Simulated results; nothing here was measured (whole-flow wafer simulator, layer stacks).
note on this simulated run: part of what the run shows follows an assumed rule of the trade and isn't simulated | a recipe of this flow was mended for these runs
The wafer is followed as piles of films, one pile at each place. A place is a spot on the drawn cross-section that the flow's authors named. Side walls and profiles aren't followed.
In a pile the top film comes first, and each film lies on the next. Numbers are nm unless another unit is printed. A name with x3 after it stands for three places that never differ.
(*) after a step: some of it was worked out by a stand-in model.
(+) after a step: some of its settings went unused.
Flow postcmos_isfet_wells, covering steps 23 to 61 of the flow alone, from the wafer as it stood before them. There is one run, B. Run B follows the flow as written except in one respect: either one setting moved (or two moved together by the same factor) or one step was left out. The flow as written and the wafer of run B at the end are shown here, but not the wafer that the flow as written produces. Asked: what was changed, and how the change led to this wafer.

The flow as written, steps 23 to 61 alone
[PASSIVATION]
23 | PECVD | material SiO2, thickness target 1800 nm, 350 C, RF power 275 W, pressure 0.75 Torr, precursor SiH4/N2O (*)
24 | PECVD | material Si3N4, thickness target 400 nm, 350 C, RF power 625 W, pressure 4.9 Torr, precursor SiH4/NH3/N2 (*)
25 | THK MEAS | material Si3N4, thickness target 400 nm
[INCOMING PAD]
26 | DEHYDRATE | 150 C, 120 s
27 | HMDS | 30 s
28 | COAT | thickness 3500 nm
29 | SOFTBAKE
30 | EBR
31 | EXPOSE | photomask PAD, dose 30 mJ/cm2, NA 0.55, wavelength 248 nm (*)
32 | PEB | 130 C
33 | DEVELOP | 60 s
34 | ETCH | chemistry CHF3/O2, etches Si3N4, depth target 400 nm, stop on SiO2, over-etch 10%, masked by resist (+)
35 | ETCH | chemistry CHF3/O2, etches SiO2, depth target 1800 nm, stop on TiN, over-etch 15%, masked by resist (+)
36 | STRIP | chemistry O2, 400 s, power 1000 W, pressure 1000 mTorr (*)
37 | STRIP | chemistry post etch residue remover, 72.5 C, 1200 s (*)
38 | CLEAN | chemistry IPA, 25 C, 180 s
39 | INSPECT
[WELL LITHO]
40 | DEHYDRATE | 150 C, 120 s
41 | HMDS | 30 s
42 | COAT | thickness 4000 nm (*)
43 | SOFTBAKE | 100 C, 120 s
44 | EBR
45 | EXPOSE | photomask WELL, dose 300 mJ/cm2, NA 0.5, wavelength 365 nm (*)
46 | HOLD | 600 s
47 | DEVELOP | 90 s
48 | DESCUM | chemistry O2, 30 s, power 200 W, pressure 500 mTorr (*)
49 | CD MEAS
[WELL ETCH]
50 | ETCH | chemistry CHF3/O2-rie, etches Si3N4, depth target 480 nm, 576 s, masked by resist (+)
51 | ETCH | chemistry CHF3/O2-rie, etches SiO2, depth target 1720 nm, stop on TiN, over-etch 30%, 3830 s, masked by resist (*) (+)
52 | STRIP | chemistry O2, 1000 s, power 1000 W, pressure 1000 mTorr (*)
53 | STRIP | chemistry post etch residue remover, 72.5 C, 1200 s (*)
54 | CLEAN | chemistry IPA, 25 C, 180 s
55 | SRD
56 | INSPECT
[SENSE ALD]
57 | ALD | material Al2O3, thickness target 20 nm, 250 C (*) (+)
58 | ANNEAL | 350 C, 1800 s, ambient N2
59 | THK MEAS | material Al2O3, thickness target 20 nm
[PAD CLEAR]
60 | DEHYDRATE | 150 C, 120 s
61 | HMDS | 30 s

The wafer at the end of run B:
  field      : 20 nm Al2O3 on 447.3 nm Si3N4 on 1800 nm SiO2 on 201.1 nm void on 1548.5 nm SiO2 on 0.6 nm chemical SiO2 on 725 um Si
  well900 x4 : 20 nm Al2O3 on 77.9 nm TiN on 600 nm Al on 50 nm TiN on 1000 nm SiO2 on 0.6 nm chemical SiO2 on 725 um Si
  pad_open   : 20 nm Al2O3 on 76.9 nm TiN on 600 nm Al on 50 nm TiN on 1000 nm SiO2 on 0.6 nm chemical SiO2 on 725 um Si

Cause: step 24, PECVD: thickness target 448 nm was run, whereas the flow has thickness target 400 nm.

Step by step, how the change led to this:
  24 | PECVD | material Si3N4, thickness target 400 nm, 350 C, RF power 625 W, pressure 4.9 Torr, precursor SiH4/NH3/N2 (*)
      field, margin x2, well900 x4, pad_clr, pad_open: +448 Si3N4 (new film) (in the flow as written it would be: +400 Si3N4 (new film))
  34 | ETCH | chemistry CHF3/O2, etches Si3N4, depth target 400 nm, stop on SiO2, over-etch 10%, masked by resist (+)
      pad_open: -440 Si3N4 (in the flow as written it would be: -400 Si3N4 (all of it), -20 SiO2)
  35 | ETCH | chemistry CHF3/O2, etches SiO2, depth target 1800 nm, stop on TiN, over-etch 15%, masked by resist (+)
      pad_open: -8 Si3N4 (all of it), -1800 SiO2 (all of it), -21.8 TiN (in the flow as written it would be: -1780 SiO2 (all of it), -24.2 TiN)
  43 | SOFTBAKE | 100 C, 120 s
      pad_clr: -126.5 thick-g/i-line-resist (in the flow as written it would be: -123 thick-g/i-line-resist)
  50 | ETCH | chemistry CHF3/O2-rie, etches Si3N4, depth target 480 nm, 576 s, masked by resist (+)
      well900 x4: -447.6 Si3N4 (all of it), -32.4 SiO2 (in the flow as written it would be: -399.6 Si3N4 (all of it), -80.4 SiO2)
  51 | ETCH | chemistry CHF3/O2-rie, etches SiO2, depth target 1720 nm, stop on TiN, over-etch 30%, 3830 s, masked by resist (*) (+)
      well900 x4: -1767.6 SiO2 (all of it), -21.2 TiN (in the flow as written it would be: -1719.6 SiO2 (all of it), -20.6 TiN)
